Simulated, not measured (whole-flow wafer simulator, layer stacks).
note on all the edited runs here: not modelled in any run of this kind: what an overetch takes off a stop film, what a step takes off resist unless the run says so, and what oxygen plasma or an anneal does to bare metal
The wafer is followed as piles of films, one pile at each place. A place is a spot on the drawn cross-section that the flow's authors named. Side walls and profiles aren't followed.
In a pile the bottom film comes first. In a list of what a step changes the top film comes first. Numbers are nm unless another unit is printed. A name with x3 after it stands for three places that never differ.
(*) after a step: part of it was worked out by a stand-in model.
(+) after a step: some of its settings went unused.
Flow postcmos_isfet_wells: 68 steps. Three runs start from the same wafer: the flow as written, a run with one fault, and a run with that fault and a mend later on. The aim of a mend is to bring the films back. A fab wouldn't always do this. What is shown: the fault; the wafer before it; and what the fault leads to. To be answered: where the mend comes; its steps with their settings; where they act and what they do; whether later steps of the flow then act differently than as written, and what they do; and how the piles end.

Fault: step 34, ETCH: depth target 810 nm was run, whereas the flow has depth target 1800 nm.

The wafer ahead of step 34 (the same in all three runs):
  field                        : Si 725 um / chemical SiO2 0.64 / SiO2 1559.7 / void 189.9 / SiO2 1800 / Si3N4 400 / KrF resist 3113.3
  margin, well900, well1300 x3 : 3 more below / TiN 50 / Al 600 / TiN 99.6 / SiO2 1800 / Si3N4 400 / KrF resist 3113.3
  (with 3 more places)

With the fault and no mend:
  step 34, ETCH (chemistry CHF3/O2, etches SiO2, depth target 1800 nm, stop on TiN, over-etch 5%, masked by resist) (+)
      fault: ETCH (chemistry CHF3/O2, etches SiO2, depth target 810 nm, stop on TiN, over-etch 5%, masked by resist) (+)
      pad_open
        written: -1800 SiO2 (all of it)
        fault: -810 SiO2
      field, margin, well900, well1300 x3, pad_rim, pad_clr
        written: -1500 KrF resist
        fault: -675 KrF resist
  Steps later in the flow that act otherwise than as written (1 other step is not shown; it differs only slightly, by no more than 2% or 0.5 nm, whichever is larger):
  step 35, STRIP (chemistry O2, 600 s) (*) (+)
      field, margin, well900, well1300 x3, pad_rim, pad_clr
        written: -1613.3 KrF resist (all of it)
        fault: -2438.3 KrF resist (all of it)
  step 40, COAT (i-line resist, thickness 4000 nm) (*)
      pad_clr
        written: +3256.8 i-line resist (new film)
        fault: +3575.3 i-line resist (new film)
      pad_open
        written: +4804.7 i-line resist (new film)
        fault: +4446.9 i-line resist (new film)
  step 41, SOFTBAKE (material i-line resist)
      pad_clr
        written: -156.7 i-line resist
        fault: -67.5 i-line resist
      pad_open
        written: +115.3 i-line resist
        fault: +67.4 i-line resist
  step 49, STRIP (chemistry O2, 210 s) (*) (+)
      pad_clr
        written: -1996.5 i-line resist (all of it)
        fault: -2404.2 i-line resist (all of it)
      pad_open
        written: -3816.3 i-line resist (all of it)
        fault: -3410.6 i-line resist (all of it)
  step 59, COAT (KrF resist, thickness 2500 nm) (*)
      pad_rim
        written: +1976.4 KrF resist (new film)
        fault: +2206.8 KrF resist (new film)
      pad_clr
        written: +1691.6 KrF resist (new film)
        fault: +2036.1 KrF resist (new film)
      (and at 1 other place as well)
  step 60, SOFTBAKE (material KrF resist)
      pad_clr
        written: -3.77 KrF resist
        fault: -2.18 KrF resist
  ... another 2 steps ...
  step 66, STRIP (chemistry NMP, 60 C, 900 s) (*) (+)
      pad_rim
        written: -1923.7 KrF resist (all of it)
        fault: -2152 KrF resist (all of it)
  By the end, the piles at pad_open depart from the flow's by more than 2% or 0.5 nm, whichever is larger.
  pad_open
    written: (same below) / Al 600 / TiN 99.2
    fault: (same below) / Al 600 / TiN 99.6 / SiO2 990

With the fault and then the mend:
  The mend stands after step 34.
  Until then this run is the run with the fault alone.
  step 34a, ETCH (chemistry CHF3/O2, etches SiO2, depth target 990 nm, stop on TiN, over-etch 5%, masked by resist) (a further turn of the flow's step 34, with different settings)
      field, margin, well900, well1300 x3, pad_rim, pad_clr
        -825 KrF resist
      pad_open
        -990 SiO2 (all of it)
  Later steps of the flow that are run all act as written at every place that is followed.
  By the end, the piles equal the flow's at every place that both follow.
